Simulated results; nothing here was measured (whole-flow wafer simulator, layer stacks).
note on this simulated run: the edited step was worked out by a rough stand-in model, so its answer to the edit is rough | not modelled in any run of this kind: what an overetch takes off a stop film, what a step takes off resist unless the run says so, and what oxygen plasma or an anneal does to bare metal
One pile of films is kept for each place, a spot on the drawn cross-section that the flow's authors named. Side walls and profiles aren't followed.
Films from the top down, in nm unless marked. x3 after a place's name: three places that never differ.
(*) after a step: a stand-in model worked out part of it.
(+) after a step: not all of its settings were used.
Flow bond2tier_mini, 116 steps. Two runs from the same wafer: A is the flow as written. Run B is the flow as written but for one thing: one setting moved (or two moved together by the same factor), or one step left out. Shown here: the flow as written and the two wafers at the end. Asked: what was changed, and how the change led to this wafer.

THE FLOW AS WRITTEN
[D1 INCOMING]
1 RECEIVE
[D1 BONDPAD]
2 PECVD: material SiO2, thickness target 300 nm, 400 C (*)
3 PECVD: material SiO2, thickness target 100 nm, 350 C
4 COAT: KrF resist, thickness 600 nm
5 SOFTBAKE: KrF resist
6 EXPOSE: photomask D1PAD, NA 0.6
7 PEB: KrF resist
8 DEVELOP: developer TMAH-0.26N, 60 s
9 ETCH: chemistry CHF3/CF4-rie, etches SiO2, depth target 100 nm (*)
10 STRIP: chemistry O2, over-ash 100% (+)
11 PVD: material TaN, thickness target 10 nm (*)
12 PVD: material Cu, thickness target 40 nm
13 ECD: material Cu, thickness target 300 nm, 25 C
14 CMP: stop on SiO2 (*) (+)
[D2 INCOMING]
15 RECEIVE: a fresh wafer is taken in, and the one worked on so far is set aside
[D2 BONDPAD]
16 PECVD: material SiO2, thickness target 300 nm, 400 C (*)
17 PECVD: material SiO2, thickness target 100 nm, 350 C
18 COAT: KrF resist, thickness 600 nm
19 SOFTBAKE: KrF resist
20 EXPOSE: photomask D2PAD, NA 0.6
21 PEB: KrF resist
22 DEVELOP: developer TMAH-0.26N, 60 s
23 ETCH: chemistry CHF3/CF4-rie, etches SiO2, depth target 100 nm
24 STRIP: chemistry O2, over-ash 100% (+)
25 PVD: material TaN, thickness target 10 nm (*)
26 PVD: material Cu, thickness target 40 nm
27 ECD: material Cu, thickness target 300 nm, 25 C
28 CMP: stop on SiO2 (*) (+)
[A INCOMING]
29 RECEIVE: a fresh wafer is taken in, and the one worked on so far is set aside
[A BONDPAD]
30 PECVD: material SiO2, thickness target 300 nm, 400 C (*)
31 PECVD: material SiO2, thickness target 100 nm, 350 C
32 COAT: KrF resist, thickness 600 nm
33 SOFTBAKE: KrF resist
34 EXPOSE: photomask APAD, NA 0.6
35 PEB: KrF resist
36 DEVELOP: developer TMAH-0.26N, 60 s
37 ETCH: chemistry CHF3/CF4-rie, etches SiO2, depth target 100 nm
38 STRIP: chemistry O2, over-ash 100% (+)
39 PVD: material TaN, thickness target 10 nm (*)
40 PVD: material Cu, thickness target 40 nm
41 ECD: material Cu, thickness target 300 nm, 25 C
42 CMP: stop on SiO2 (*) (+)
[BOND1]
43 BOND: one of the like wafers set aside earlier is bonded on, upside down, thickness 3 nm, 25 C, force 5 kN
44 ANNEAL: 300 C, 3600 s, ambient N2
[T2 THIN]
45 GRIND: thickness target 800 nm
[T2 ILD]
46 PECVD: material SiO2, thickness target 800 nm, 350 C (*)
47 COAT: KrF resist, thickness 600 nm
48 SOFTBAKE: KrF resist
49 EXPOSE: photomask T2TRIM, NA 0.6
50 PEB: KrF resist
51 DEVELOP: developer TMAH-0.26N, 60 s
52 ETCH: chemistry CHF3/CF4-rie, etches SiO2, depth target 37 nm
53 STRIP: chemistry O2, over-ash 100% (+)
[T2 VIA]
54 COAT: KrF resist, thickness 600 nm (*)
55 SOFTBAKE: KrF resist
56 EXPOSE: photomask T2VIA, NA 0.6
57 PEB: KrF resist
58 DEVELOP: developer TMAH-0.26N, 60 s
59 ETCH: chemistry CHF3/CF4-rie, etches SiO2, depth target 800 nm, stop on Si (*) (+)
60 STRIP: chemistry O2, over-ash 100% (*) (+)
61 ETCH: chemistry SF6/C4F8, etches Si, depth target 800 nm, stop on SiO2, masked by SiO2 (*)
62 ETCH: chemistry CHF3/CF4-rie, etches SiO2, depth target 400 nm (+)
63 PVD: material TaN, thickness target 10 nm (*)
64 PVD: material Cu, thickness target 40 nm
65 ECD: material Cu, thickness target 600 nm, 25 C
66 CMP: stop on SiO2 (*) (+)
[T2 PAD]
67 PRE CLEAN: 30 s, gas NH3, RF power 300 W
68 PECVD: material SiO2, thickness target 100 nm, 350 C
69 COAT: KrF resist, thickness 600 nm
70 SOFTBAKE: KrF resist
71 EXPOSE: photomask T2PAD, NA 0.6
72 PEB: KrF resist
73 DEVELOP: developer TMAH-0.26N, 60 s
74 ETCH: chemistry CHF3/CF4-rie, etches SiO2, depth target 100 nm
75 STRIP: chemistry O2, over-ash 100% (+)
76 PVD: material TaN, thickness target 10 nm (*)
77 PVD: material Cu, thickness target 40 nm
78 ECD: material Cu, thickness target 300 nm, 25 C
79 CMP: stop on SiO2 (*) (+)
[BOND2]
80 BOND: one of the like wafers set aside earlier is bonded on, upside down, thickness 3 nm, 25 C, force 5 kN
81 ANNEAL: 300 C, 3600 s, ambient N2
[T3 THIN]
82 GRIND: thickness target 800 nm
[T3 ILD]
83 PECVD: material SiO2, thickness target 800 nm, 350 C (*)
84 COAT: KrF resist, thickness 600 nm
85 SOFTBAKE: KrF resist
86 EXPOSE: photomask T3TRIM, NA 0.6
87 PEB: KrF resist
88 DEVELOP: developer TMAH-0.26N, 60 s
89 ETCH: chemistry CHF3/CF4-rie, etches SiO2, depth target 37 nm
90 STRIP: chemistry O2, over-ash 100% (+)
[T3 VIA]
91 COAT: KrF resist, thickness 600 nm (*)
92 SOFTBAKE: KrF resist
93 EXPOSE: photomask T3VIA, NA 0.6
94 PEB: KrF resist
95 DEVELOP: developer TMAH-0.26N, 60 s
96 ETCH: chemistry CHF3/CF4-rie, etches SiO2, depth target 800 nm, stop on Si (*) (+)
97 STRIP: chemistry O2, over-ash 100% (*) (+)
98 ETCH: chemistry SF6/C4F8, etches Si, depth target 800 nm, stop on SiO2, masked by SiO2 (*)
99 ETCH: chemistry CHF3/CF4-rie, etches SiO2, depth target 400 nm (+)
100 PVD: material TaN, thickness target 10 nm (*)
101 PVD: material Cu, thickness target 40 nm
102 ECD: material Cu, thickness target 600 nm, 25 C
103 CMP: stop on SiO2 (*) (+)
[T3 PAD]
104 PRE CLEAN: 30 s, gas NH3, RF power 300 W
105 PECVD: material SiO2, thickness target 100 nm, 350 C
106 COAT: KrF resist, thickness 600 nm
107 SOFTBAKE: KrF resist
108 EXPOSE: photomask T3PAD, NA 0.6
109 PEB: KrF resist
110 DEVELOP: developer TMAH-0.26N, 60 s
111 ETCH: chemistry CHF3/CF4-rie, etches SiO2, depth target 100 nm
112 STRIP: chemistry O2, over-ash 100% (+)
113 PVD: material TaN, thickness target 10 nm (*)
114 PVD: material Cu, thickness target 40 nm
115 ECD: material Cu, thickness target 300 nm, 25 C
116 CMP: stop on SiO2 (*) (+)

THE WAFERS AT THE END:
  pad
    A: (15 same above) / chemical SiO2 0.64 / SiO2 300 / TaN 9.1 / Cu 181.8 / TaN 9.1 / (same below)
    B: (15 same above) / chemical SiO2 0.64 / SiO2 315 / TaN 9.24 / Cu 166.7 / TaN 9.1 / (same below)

The cause: step 9, ETCH: depth target 85 nm was run, where the flow has depth target 100 nm.

How the change led to this, step by step:
  9 ETCH: chemistry CHF3/CF4-rie, etches SiO2, depth target 100 nm (*)
      pad, via: A SiO2 -100 | B SiO2 -85
      field: A KrF resist -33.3 | B KrF resist -28.3
  13 ECD: material Cu, thickness target 300 nm, 25 C
      pad: A Cu +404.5 | B Cu +388.8
      via: A Cu +400.2 | B Cu +385.1
  43 BOND: one of the like wafers set aside earlier is bonded on, upside down, thickness 3 nm, 25 C, force 5 kN
      pad: A Si +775 um (new film), chemical SiO2 +0.64 (new film), SiO2 +300 (new film), TaN +9.1 (new film), Cu +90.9 | B Si +775 um (new film), chemical SiO2 +0.64 (new film), SiO2 +315 (new film), TaN +9.24 (new film), Cu +75.8
      via: A Si +775 um (new film), chemical SiO2 +0.64 (new film), SiO2 +300 (new film), TaN +9.97 (new film), Cu +90 | B Si +775 um (new film), chemical SiO2 +0.64 (new film), SiO2 +315 (new film), TaN +9.98 (new film), Cu +75
